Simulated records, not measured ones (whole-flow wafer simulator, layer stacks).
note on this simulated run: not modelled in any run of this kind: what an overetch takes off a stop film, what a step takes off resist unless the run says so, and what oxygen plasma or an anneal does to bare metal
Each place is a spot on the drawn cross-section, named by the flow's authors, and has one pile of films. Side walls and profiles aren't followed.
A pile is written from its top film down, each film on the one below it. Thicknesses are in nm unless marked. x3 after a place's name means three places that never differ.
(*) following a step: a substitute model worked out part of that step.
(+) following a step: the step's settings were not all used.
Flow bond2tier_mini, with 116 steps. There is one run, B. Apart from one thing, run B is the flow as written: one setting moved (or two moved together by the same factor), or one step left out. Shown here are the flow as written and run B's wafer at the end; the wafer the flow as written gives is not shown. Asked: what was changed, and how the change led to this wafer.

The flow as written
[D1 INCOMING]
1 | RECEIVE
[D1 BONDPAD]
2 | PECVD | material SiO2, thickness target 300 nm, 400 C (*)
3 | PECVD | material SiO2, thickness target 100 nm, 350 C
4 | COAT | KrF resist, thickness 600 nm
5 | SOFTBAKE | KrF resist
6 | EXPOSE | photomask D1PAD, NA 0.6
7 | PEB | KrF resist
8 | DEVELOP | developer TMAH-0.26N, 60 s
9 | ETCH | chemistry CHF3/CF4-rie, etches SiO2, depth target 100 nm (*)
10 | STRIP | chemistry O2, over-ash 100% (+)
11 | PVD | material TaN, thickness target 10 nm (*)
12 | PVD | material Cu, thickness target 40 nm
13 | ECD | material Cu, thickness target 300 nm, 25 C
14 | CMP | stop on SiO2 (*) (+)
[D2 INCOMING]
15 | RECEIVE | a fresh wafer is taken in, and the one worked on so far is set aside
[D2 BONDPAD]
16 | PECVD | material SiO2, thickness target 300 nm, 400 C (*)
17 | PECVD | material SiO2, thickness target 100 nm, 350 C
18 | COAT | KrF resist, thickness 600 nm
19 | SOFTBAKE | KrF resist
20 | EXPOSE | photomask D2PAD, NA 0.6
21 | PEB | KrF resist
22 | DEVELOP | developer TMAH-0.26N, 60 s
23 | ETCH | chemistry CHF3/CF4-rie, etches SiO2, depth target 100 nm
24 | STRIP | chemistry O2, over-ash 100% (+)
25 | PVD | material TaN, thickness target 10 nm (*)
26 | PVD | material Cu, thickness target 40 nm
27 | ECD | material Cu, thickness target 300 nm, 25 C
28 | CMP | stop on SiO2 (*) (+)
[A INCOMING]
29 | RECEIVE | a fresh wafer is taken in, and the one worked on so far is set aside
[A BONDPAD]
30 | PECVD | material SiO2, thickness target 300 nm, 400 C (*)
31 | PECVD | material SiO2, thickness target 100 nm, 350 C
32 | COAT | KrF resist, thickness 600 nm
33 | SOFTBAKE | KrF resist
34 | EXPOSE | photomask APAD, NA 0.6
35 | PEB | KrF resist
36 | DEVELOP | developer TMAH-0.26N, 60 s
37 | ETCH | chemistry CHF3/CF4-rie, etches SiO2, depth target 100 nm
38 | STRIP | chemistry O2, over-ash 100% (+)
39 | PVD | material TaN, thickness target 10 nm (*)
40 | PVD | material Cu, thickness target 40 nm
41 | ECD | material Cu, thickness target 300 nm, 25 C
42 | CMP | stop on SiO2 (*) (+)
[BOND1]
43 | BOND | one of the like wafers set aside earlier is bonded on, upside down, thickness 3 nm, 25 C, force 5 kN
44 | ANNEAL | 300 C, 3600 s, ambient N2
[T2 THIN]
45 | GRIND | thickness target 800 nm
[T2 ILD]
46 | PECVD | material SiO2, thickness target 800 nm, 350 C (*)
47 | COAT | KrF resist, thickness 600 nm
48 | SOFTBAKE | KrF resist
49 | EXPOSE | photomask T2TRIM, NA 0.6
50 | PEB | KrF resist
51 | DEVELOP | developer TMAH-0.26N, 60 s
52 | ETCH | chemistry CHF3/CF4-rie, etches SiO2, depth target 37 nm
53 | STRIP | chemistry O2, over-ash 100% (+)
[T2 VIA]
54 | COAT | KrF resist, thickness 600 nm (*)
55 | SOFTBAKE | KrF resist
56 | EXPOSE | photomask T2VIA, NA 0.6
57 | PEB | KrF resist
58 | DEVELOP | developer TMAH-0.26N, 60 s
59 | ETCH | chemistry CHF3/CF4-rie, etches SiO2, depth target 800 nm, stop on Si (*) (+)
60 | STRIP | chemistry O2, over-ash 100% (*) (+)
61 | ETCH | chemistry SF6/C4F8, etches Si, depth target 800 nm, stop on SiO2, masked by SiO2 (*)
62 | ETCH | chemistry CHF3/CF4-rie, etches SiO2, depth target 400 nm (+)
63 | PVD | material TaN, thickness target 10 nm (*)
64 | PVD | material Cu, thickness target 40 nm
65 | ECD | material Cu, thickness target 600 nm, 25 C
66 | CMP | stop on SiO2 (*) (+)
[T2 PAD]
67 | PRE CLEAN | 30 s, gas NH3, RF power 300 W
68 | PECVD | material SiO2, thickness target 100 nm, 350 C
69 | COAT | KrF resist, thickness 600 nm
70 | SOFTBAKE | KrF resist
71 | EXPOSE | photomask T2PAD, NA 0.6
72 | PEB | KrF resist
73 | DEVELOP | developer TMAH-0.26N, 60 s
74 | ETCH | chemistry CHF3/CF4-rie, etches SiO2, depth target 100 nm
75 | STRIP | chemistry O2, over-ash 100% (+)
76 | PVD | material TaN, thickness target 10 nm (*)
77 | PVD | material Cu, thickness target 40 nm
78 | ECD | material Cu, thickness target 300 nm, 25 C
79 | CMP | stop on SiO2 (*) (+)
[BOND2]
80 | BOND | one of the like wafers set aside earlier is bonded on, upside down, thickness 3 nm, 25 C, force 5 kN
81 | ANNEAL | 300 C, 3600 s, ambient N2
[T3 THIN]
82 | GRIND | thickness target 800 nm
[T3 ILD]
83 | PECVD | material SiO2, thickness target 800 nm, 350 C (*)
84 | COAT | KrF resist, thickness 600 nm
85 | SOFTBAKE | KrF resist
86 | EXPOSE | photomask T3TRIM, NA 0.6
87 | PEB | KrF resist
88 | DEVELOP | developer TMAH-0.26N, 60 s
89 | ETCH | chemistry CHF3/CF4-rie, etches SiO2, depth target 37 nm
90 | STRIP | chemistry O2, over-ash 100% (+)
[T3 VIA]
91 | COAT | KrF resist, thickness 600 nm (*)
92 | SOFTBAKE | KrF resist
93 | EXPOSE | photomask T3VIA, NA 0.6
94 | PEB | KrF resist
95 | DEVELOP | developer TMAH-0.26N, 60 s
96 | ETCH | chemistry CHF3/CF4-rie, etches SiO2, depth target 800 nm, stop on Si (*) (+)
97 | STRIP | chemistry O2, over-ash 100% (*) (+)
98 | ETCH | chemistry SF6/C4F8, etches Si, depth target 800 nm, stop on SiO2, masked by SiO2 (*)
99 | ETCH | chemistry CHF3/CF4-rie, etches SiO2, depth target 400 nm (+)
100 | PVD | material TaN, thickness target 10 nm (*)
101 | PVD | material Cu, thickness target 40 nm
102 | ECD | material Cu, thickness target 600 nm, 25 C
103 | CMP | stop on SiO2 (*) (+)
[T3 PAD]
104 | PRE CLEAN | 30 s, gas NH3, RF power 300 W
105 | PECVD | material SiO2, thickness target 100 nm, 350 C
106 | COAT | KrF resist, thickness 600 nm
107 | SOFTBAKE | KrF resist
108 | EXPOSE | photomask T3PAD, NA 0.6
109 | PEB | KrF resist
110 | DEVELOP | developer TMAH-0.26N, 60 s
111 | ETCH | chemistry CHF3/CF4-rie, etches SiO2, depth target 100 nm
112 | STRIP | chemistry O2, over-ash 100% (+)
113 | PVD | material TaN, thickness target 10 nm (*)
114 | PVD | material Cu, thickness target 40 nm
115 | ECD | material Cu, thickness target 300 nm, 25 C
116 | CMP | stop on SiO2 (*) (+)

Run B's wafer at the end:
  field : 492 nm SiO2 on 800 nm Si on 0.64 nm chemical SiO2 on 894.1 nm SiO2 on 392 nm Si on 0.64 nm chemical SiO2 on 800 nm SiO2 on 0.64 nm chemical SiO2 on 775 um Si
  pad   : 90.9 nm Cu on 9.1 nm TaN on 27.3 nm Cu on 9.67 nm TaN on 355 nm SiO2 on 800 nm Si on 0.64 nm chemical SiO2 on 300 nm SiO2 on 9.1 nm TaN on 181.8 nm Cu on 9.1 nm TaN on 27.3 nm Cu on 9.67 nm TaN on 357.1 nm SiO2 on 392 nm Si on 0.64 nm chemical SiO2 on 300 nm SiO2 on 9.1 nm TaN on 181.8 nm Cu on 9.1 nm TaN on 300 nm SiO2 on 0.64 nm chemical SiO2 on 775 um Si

What caused this: step 45, GRIND: thickness target 392 nm was run, while the flow as written has thickness target 800 nm.
The wafer itself shows it: field has Si 392, and step 45 as written asks for 800 nm.

Step by step, how the change led to this:
  45 | GRIND | thickness target 800 nm
      field, pad, via: Si loses 774.61 um (it would be, as written: Si loses 774.2 um)
  61 | ETCH | chemistry SF6/C4F8, etches Si, depth target 800 nm, stop on SiO2, masked by SiO2 (*)
      field, pad: SiO2 loses 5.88 (it would be, as written: SiO2 loses 8)
